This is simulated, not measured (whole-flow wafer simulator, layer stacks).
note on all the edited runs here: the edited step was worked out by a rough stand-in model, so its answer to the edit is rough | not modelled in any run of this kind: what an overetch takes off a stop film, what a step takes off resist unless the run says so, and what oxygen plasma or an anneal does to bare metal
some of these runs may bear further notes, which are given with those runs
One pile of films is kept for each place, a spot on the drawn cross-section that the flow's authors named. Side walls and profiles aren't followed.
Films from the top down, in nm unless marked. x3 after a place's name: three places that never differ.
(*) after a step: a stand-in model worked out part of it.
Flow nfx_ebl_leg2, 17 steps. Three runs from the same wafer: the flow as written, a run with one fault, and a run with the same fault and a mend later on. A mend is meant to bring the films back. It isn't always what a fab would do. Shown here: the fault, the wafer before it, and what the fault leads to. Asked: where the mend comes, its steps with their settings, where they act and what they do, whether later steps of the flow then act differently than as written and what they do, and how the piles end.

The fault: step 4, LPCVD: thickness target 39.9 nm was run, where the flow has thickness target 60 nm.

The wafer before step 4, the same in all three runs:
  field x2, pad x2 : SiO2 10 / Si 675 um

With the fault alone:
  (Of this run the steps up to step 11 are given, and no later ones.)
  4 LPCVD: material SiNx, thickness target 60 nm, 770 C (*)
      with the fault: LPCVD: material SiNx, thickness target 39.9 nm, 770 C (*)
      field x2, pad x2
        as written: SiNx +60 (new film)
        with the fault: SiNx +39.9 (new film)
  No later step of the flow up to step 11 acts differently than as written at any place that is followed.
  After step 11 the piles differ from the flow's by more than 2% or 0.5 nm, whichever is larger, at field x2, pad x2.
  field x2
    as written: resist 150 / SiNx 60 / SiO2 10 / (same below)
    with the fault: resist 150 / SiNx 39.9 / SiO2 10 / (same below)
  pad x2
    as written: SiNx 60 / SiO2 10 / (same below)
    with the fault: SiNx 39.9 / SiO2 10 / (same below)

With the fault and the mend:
  The mend comes after step 5.
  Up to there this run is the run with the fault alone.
  5a ETCH: chemistry h3po4, depth target 45.88 nm
      field x2, pad x2
        SiNx -39.9 (all of it)
  5b CLEAN: chemistry SC1/SC2 (the flow's step 2 once more)
      changes no film at any place that is followed
  5c LPCVD: material SiNx, thickness target 60 nm, 770 C (*) (the flow's step 4 once more)
      field x2, pad x2
        SiNx +60 (new film)
  No later step of the flow acts differently than as written at any place that is followed.
  At the end the piles are the same as the flow's at every place that both follow.
